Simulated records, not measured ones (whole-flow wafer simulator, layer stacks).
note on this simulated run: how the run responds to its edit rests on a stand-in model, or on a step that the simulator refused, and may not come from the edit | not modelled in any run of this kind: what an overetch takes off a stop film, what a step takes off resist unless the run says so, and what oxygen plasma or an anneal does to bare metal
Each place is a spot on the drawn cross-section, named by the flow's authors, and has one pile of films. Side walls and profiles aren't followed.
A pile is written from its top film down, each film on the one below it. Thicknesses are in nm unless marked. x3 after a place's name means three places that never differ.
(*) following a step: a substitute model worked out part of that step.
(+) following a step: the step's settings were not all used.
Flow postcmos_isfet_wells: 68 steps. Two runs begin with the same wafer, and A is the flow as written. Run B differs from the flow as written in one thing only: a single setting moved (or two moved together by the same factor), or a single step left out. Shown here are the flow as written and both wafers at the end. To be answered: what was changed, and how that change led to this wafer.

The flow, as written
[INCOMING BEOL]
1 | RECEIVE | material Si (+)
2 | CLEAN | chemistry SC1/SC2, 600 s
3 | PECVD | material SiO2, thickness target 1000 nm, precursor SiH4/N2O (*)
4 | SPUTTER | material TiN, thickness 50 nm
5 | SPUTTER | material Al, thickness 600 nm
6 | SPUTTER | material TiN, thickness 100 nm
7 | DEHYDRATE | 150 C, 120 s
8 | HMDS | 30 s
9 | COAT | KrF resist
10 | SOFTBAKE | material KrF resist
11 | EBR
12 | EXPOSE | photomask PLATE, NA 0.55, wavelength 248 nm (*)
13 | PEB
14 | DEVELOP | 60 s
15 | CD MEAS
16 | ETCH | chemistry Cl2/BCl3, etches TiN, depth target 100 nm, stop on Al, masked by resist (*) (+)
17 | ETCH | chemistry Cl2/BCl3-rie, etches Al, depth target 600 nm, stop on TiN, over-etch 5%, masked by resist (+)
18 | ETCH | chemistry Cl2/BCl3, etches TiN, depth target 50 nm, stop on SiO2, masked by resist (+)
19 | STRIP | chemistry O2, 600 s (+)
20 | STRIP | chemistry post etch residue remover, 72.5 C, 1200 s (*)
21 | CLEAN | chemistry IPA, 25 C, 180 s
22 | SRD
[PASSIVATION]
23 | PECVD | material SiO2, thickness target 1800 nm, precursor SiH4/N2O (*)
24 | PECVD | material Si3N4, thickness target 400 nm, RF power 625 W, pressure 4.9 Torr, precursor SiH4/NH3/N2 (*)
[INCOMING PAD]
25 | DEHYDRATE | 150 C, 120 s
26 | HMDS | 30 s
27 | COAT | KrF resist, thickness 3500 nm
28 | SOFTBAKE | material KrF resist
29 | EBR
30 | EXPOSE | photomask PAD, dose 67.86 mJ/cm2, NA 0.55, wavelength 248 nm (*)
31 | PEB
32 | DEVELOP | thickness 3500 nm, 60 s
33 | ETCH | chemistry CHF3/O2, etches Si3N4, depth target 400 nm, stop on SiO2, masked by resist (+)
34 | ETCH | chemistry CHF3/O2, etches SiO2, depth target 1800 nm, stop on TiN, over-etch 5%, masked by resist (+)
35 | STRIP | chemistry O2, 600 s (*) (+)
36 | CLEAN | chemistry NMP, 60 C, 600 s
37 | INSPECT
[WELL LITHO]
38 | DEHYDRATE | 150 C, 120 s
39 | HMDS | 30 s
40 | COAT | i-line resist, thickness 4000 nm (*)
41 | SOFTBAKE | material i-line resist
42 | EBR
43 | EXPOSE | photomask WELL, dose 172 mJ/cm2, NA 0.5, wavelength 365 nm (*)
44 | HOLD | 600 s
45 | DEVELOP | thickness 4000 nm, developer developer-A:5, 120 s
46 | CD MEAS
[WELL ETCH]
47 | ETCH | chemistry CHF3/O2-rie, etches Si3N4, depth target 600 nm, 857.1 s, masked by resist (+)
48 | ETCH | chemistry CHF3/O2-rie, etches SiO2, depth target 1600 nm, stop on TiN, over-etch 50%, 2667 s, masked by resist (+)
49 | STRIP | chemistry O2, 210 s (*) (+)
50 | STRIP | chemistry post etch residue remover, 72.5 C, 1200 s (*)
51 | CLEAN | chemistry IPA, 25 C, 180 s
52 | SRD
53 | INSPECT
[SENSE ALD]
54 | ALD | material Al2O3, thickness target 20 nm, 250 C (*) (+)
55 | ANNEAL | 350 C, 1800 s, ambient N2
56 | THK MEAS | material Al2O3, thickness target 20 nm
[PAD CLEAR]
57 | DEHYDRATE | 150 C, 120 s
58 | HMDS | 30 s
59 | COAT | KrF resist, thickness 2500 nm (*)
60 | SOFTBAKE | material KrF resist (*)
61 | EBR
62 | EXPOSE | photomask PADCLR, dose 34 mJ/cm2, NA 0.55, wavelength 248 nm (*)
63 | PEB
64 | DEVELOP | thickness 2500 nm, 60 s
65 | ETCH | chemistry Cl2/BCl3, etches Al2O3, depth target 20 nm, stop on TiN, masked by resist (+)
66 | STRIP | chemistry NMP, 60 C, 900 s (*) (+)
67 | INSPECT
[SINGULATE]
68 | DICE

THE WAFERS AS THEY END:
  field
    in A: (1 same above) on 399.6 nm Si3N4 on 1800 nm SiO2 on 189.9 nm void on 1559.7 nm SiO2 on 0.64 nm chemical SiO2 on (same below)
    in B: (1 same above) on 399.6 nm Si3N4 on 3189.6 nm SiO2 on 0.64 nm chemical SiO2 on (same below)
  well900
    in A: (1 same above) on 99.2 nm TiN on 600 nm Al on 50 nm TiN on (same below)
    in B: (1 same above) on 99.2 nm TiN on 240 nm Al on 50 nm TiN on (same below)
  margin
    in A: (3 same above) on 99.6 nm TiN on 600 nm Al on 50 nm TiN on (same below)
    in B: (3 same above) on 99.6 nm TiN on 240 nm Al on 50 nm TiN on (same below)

The reason: step 5, SPUTTER: thickness 240 nm was run, whereas the flow has thickness 600 nm.
One can read it off the wafer: well900 has Al 240, and step 5 as written asks for 600 nm.

The path from the change to this, step by step:
  5 | SPUTTER | material Al, thickness 600 nm
      field, margin, well900 and 6 more: A +600 Al (new film) | B +240 Al (new film)
  17 | ETCH | chemistry Cl2/BCl3-rie, etches Al, depth target 600 nm, stop on TiN, over-etch 5%, masked by resist (+)
      margin, well900, well1300, well2000, well3000, pad_rim, pad_clr, pad_open: A -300 KrF resist | B -126 KrF resist
      field: A -600 Al (all of it) | B -240 Al (all of it)
  19 | STRIP | chemistry O2, 600 s (+)
      margin, well900, well1300, well2000, well3000, pad_rim, pad_clr, pad_open: A -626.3 KrF resist (all of it) | B -800.3 KrF resist (all of it)
  23 | PECVD | material SiO2, thickness target 1800 nm, precursor SiH4/N2O (*)
      field: A +1800 SiO2 (new film), +189.9 void (new film), +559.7 SiO2 | B +2189.6 SiO2
